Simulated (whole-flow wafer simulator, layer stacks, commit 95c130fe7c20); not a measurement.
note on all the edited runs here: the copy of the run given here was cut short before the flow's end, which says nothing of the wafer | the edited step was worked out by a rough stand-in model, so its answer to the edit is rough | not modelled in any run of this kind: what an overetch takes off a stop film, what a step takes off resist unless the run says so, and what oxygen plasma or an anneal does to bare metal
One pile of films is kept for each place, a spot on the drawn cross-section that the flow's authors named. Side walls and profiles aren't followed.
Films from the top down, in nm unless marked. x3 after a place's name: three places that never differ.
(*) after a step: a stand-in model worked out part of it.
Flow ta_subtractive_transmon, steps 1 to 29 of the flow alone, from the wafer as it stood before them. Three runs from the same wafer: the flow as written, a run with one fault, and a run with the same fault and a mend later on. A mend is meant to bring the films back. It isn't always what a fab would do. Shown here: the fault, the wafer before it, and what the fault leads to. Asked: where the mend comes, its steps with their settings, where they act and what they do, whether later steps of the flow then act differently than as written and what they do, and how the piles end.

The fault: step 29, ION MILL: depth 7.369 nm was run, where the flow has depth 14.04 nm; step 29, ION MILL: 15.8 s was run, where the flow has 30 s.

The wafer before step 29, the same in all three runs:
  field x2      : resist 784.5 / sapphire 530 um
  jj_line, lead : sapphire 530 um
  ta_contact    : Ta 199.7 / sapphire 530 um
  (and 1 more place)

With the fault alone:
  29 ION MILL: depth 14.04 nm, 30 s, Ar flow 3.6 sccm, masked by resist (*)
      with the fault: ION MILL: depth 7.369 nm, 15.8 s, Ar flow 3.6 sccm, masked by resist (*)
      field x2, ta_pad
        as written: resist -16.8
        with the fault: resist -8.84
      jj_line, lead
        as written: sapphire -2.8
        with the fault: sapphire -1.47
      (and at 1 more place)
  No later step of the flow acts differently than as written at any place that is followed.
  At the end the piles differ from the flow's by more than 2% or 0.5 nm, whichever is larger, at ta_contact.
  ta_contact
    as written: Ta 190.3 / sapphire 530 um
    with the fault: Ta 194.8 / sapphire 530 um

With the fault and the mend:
  The mend comes after step 29.
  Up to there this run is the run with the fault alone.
  29a ION MILL: depth 6.667 nm, 14.25 s, Ar flow 3.6 sccm, masked by resist (*) (the flow's step 29 once more, with other settings)
      field x2, ta_pad
        resist -7.97
      jj_line, lead
        sapphire -1.33
      ta_contact
        Ta -4.49
  No later step of the flow acts differently than as written at any place that is followed.
  At the end the piles differ from the flow's only slightly at the places that both follow, by at most 2% or 0.5 nm, whichever is larger.
